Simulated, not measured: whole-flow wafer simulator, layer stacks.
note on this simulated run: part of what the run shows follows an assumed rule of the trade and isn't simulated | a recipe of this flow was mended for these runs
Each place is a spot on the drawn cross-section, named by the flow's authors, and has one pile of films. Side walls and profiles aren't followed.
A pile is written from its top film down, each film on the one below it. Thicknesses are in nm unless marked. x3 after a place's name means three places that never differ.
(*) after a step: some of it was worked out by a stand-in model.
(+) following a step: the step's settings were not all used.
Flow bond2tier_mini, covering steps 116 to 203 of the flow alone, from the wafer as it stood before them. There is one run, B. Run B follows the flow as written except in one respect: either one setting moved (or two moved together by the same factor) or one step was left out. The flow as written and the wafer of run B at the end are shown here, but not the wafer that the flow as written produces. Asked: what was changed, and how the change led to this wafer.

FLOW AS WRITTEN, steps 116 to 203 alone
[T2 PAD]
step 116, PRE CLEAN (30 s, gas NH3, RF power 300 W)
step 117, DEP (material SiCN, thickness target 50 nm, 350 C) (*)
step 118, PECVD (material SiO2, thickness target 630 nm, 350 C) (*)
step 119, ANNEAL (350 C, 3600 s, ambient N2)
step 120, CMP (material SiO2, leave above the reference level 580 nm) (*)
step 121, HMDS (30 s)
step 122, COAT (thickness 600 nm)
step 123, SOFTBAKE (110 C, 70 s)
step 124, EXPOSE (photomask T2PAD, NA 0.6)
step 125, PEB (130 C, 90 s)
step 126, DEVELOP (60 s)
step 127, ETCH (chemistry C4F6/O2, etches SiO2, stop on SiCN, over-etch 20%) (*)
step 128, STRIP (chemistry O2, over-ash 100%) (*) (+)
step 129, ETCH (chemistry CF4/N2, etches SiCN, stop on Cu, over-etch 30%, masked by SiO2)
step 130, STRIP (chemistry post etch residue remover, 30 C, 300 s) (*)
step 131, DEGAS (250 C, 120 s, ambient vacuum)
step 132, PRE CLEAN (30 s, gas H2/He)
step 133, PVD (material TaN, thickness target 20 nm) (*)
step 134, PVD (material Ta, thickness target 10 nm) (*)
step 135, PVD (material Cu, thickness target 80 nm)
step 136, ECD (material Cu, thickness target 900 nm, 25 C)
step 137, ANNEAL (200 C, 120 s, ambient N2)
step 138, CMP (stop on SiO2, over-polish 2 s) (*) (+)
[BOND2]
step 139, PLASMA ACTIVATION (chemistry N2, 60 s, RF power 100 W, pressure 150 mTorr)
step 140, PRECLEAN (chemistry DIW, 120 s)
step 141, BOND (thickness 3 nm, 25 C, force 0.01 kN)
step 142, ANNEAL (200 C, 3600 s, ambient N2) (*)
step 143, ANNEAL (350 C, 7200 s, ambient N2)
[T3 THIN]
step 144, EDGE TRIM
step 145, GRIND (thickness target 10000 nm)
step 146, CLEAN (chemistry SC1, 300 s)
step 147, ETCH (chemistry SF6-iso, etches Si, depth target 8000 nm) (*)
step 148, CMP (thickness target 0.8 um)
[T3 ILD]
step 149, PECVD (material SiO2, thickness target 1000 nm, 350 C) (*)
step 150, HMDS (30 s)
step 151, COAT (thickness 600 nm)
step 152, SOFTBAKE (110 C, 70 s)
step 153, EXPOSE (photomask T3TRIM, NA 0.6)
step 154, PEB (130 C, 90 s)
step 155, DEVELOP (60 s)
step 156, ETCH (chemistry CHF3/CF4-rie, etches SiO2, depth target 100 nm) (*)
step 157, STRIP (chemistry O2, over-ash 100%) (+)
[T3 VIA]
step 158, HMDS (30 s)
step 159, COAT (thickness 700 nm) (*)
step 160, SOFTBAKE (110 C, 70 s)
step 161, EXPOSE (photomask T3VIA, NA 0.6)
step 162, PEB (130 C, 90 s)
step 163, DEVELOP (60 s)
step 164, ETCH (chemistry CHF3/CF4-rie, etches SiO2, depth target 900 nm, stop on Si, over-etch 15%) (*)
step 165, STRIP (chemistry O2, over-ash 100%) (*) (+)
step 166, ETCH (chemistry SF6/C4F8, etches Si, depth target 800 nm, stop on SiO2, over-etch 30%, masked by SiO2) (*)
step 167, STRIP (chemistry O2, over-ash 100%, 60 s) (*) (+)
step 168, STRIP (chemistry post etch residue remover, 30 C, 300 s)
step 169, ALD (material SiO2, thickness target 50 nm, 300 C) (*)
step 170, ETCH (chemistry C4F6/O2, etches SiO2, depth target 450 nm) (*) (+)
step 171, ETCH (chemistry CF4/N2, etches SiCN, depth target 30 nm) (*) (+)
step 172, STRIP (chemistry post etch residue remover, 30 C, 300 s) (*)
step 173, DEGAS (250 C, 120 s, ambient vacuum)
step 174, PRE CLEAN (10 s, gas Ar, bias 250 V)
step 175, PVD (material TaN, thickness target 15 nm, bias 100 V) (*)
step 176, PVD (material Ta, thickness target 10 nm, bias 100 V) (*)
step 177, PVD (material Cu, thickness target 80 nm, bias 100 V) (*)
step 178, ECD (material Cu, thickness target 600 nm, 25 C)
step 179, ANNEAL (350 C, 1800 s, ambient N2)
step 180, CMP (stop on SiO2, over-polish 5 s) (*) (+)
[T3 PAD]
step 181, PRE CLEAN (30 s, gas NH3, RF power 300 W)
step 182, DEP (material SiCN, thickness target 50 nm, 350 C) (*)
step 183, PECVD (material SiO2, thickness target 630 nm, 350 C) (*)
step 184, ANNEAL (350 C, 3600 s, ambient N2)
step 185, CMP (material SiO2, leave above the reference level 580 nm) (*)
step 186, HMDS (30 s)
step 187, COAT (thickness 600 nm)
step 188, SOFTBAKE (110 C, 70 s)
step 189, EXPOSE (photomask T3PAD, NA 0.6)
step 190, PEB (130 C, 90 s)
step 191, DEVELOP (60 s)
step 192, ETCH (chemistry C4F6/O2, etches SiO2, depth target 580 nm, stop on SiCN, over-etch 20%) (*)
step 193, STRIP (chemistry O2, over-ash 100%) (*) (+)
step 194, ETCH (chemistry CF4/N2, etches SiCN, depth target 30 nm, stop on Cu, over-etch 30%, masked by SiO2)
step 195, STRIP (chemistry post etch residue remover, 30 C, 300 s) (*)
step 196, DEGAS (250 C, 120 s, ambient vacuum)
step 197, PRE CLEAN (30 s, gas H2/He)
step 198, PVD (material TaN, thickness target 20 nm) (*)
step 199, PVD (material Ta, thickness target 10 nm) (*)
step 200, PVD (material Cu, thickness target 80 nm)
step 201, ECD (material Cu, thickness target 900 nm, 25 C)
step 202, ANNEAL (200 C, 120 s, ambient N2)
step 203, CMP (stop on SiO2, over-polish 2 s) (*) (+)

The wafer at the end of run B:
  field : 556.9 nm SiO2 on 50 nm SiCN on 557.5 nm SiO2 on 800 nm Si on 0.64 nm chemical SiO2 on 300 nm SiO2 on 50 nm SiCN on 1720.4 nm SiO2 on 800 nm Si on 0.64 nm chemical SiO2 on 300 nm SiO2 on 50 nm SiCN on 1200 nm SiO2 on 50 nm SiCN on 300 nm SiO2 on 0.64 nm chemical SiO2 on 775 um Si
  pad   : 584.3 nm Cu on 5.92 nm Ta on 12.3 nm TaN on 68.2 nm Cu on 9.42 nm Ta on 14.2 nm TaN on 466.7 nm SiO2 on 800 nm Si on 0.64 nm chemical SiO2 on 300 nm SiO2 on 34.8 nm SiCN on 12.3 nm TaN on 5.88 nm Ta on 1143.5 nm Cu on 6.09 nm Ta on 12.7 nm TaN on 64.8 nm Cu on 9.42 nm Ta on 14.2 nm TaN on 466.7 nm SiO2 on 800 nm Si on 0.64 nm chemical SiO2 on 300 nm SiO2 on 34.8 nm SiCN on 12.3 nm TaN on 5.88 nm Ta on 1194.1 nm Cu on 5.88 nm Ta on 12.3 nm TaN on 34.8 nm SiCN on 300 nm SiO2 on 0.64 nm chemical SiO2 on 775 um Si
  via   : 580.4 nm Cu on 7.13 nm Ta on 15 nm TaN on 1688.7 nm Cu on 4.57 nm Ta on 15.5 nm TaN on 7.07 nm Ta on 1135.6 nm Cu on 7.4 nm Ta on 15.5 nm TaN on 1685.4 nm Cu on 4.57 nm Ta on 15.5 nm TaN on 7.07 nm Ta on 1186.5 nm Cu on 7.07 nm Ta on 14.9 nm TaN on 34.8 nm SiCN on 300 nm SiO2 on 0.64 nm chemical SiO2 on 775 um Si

What caused this: step 117, DEP: material SiCN, thickness target 50 nm, 350 C (*), was skipped.

Step by step, how the change led to this:
  step 118, PECVD (material SiO2, thickness target 630 nm, 350 C) (*)
      field: SiO2 gains 630 (it would be, as written: SiO2 gains 630 (new film))
  step 127, ETCH (chemistry C4F6/O2, etches SiO2, stop on SiCN, over-etch 20%) (*)
      pad, via: SiO2 loses 580 (all of it), Cu loses 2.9 (it would be, as written: SiO2 loses 580 (all of it), SiCN loses 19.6)
  step 129, ETCH (chemistry CF4/N2, etches SiCN, stop on Cu, over-etch 30%, masked by SiO2)
      pad, via: Cu loses 0.6 (it would be, as written: SiCN loses 30.4 (all of it), Cu loses 0.17)
      field: SiO2 loses 20 (it would be, as written: SiO2 loses 26)
  step 135, PVD (material Cu, thickness target 80 nm)
      pad: Cu gains 50 (new film) (it would be, as written: Cu gains 48.7 (new film))
      via: Cu gains 61.4 (new film) (it would be, as written: Cu gains 59.4 (new film))
  step 136, ECD (material Cu, thickness target 900 nm, 25 C)
      pad: Cu gains 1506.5 (it would be, as written: Cu gains 1549)
      via: Cu gains 1491 (it would be, as written: Cu gains 1534.4)
